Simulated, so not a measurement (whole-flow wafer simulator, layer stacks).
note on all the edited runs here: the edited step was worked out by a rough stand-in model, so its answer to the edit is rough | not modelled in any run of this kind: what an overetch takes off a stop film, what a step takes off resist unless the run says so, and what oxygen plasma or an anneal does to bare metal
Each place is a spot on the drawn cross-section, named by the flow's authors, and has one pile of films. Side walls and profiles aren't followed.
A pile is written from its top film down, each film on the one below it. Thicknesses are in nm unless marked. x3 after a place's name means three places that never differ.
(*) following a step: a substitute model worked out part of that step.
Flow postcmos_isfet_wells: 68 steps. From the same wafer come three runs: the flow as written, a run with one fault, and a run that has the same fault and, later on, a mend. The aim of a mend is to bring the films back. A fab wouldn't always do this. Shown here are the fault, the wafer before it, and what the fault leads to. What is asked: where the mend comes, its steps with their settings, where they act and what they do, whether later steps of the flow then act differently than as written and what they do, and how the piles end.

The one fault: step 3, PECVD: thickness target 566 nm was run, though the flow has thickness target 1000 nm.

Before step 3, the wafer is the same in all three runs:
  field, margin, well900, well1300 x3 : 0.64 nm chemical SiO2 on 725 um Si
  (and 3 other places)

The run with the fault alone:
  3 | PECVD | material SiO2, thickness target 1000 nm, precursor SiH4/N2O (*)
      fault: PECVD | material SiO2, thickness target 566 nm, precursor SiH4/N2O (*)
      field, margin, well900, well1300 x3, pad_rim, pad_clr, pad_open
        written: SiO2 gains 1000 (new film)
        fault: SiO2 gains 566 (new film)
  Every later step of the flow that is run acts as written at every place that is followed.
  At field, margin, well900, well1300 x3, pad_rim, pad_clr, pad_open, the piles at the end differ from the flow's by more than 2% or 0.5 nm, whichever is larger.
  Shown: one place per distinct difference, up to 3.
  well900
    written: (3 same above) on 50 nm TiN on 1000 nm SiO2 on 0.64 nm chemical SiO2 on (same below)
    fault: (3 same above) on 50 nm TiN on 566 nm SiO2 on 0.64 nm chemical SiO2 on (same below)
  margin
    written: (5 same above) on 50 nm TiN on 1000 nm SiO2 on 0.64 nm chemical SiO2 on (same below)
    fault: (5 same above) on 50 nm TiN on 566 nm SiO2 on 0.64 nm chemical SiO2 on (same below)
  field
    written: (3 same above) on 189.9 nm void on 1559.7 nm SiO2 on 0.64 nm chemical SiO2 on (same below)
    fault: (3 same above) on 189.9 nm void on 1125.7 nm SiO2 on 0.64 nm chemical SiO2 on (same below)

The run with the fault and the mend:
  After step 3 comes the mend.
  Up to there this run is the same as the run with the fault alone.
  3a | ETCH | chemistry boe, depth target 650.9 nm
      field, margin, well900, well1300 x3, pad_rim, pad_clr, pad_open
        SiO2 loses 566 (all of it), chemical SiO2 loses 0.64 (all of it)
  3b | PECVD | material SiO2, thickness target 1000 nm, precursor SiH4/N2O (the flow's step 3, run once more)
      field, margin, well900, well1300 x3, pad_rim, pad_clr, pad_open
        SiO2 gains 1000 (new film)
  Every later step of the flow that is run acts as written at every place that is followed.
  At field, margin, well900, well1300 x3, pad_rim, pad_clr, pad_open, the piles at the end differ from the flow's by more than 2% or 0.5 nm, whichever is larger.
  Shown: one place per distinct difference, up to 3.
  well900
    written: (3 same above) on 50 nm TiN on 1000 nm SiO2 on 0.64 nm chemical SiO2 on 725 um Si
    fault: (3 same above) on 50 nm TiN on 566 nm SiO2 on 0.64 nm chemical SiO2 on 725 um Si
    mend: (3 same above) on 50 nm TiN on 1000 nm SiO2 on 725 um Si
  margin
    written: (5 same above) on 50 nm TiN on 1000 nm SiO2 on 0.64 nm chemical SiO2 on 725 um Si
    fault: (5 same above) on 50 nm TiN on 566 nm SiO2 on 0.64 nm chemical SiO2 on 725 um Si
    mend: (5 same above) on 50 nm TiN on 1000 nm SiO2 on 725 um Si
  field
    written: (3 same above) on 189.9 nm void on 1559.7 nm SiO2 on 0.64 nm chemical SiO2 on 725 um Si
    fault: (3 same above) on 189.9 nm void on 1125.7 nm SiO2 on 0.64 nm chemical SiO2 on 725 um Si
    mend: (3 same above) on 189.9 nm void on 1559.7 nm SiO2 on 725 um Si
